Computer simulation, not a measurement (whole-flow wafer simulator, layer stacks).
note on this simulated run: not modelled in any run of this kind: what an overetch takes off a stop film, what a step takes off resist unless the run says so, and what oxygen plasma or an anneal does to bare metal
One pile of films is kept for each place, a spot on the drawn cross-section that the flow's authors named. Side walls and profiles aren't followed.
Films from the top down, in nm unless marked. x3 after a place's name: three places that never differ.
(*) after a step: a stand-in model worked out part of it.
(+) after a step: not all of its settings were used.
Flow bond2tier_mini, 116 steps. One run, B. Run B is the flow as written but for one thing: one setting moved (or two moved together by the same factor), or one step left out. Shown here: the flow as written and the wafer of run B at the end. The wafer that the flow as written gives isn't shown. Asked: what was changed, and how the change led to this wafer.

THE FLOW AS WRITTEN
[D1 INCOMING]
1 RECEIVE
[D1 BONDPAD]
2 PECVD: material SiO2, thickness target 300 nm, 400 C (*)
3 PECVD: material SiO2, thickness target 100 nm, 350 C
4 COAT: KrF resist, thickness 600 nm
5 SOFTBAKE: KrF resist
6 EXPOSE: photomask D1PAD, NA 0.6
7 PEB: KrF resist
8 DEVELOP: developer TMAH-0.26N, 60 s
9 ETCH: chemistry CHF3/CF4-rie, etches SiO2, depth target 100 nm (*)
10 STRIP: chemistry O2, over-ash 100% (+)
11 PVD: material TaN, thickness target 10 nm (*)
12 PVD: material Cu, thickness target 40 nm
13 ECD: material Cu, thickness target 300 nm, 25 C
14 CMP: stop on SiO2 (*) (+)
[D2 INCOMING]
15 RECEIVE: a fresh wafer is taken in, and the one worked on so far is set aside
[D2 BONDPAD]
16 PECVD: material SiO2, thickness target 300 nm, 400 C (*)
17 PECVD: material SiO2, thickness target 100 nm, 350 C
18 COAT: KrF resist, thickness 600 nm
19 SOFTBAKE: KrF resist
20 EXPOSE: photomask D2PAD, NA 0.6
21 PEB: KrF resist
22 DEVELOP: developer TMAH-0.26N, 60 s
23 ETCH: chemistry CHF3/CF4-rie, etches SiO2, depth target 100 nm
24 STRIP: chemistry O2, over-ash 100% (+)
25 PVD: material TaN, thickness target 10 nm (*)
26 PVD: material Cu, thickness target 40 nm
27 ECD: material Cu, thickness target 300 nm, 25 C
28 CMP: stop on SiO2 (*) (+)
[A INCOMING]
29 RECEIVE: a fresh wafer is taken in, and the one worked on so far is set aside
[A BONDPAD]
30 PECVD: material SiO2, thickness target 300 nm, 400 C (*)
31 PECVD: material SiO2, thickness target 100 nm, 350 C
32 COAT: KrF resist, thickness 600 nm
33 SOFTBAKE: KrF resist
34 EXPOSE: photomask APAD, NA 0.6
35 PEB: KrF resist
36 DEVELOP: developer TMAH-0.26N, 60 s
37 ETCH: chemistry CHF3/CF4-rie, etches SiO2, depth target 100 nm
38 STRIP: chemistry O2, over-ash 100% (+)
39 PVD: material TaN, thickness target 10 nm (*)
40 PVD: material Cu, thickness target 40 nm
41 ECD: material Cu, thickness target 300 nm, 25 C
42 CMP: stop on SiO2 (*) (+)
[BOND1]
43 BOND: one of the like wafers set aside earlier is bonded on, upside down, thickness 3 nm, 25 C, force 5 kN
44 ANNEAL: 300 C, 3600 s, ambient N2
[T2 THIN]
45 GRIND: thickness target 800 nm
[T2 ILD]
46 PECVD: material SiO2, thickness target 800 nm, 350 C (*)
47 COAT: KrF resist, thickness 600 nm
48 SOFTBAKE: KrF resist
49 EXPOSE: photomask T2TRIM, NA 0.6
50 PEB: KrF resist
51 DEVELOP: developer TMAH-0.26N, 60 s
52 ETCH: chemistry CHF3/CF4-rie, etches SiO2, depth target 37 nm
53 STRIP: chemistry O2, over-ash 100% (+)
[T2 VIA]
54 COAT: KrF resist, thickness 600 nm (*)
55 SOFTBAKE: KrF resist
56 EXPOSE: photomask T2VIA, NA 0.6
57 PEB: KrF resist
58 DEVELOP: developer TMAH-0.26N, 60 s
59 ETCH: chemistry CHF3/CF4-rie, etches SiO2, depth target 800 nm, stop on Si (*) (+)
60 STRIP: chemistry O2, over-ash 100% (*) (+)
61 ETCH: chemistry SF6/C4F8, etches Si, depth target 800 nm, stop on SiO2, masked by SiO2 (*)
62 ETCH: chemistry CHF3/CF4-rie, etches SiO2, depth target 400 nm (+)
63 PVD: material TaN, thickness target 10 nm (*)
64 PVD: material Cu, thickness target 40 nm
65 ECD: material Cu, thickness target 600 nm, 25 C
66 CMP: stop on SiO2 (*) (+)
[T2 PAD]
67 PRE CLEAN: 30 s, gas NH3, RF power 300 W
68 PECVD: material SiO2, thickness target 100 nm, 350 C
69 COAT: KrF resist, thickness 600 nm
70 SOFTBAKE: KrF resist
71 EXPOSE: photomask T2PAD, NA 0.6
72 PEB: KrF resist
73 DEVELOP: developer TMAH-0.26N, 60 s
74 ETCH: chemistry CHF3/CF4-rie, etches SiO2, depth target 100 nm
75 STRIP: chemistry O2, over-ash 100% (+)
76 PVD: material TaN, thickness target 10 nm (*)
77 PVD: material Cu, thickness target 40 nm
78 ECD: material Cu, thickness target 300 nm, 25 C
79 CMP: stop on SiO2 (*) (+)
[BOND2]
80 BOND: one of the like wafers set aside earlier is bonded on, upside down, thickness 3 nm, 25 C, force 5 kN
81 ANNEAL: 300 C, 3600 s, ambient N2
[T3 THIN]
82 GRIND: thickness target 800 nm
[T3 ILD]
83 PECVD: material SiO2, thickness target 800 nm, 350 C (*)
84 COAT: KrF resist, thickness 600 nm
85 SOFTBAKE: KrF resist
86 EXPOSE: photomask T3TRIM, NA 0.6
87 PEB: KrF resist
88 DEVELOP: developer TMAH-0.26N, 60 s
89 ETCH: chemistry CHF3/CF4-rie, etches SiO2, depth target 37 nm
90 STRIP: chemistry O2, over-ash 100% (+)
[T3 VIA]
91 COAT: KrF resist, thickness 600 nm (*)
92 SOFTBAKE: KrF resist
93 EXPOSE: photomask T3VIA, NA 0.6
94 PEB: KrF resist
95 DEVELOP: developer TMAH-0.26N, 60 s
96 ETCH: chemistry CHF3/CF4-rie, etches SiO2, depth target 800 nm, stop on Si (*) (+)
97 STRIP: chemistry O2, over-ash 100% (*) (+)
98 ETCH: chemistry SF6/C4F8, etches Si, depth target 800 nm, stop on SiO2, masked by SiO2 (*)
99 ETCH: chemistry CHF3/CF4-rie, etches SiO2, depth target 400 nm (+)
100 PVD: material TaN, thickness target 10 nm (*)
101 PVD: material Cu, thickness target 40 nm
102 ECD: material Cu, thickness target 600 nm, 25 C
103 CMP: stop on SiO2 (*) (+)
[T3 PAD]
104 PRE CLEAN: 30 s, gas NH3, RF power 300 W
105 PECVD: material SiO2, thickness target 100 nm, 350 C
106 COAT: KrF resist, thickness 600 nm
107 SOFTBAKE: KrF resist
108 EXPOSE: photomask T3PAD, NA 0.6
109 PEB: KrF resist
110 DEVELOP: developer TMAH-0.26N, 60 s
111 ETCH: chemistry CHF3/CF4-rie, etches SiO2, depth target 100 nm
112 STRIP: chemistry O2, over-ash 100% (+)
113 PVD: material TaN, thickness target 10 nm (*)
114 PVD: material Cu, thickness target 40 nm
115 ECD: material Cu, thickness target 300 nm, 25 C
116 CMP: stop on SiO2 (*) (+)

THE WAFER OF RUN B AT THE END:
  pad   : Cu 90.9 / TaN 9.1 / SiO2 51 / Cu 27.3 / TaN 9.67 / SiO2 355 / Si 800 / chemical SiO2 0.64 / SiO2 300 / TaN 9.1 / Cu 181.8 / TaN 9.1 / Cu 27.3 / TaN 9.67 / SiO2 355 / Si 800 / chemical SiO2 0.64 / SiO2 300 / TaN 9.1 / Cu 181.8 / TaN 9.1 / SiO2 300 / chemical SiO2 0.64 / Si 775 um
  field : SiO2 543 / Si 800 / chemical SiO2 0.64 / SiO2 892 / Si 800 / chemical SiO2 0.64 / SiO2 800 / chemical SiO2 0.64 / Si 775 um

The cause: step 105, PECVD: thickness target 151 nm was run, where the flow has thickness target 100 nm.

How the change led to this, step by step:
  105 PECVD: material SiO2, thickness target 100 nm, 350 C
      field: SiO2 +151 (as written it would be: SiO2 +100)
      pad: SiO2 +151 (new film) (as written it would be: SiO2 +100 (new film))
  111 ETCH: chemistry CHF3/CF4-rie, etches SiO2, depth target 100 nm
      pad: SiO2 -100 (as written it would be: SiO2 -100 (all of it))
Counting metal films that touch as one body, pad has 4 bodies (between them, from the top down: SiO2 51; SiO2 355 / Si 800 / chemical SiO2 0.64 / SiO2 300; SiO2 355 / Si 800 / chemical SiO2 0.64 / SiO2 300); the flow as written gives 3 bodies (between them, from the top down: SiO2 355 / Si 800 / chemical SiO2 0.64 / SiO2 300; SiO2 355 / Si 800 / chemical SiO2 0.64 / SiO2 300).
